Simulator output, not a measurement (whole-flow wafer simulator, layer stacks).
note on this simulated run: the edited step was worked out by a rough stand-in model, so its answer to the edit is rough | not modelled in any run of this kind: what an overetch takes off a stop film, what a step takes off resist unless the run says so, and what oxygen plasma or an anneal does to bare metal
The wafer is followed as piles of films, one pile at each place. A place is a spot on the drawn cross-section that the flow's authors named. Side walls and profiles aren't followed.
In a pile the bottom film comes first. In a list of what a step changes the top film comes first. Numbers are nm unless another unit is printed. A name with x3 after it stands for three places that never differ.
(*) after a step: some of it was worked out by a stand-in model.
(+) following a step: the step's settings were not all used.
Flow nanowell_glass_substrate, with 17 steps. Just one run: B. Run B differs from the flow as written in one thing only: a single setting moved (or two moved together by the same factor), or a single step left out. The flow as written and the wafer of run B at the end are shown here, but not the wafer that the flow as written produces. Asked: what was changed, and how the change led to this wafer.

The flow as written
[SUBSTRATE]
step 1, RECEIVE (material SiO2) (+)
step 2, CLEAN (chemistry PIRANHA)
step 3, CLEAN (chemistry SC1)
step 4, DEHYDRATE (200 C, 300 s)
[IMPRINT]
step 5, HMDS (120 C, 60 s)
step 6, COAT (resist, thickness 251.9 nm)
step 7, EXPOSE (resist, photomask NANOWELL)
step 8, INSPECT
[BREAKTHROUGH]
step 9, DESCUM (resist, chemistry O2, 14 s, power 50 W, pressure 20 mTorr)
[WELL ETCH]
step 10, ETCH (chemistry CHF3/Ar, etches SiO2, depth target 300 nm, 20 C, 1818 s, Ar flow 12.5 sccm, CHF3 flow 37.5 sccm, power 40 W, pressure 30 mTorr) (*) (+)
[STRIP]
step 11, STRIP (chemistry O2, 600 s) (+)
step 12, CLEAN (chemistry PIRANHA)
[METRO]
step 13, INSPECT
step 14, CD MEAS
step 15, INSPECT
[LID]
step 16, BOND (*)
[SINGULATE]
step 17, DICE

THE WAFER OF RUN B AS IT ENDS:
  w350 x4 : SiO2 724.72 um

What caused this: step 10, ETCH: depth target 285 nm was run, whereas the flow has depth target 300 nm; step 10, ETCH: 1727 s was run, where the flow has 1818 s.

Step by step, how the change led to this:
  step 10, ETCH (chemistry CHF3/Ar, etches SiO2, depth target 300 nm, 20 C, 1818 s, Ar flow 12.5 sccm, CHF3 flow 37.5 sccm, power 40 W, pressure 30 mTorr) (*) (+)
      w350 x4: SiO2 loses 285 (it would be, as written: SiO2 loses 300)
      land: resist loses 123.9 (it would be, as written: resist loses 130.4)
  step 11, STRIP (chemistry O2, 600 s) (+)
      land: resist loses 132.4 (all of it) (it would be, as written: resist loses 125.9 (all of it))
